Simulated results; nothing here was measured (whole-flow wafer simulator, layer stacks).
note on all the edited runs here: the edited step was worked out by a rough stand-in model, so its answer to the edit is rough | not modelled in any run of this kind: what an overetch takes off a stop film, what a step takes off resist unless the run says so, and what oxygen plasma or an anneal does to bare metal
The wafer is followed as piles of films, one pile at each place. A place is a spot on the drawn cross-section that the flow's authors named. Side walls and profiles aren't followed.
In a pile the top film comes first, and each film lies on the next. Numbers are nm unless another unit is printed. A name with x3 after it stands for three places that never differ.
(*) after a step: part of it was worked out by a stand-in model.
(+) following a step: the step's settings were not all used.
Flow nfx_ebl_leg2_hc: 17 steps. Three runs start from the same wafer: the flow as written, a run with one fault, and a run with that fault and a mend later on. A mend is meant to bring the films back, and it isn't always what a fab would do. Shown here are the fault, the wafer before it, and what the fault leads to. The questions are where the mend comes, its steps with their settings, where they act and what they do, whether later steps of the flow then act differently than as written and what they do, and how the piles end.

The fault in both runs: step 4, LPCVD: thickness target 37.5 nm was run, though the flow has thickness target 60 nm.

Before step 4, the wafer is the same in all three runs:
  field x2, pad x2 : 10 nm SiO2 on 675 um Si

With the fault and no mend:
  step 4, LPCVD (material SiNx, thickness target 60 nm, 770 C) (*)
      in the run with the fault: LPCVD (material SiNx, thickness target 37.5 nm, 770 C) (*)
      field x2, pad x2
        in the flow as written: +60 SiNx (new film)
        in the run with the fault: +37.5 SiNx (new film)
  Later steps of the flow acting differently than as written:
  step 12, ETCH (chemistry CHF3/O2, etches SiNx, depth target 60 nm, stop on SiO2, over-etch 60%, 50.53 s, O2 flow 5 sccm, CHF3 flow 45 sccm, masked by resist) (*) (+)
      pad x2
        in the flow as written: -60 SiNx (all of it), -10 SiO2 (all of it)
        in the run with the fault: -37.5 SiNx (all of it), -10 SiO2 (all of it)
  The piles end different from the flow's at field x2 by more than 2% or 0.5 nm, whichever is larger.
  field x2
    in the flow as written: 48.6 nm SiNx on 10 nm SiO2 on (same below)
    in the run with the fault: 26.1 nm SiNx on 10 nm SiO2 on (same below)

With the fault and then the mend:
  The mend stands after step 5.
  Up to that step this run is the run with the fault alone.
  step 5a, LPCVD (material SiNx, thickness target 22.5 nm, 770 C) (*) (the flow's step 4, run once more with other settings)
      field x2, pad x2
        +22.5 SiNx
  Every later step of the flow that is run acts as written at every place that is followed.
  The piles end the same as the flow's at every place that both follow.
